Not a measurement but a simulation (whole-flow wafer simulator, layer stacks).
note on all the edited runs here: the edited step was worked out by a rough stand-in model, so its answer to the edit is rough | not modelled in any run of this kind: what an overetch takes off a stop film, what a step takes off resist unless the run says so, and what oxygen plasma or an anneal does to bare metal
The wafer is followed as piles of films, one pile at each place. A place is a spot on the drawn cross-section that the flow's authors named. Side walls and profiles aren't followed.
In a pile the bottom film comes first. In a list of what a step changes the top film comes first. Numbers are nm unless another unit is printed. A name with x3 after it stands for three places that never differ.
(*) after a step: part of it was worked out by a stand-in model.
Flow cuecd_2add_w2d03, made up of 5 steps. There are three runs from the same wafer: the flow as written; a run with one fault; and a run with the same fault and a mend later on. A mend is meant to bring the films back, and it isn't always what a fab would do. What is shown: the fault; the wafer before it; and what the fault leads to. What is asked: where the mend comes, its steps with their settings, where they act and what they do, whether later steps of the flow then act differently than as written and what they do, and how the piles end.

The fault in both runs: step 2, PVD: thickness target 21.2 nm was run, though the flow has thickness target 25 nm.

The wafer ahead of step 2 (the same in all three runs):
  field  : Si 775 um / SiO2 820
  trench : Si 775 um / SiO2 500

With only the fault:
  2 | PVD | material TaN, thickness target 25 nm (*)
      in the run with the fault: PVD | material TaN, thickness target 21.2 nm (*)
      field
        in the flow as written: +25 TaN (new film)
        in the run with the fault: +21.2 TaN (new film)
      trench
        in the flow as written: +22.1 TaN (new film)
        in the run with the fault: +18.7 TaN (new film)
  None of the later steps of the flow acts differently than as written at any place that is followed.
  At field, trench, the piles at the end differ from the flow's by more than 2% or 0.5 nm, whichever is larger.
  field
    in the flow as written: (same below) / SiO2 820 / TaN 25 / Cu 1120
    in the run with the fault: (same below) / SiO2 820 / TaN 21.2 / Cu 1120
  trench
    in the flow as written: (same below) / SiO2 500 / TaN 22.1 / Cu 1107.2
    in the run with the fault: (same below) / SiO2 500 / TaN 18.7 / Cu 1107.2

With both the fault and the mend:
  The mend follows step 2.
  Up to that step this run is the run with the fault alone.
  2a | PVD | material TaN, thickness target 3.8 nm (*) (the flow's step 2 again, with other settings)
      field
        +3.8 TaN
      trench
        +3.35 TaN
  None of the later steps of the flow acts differently than as written at any place that is followed.
  By the end, the piles equal the flow's at every place that both follow.
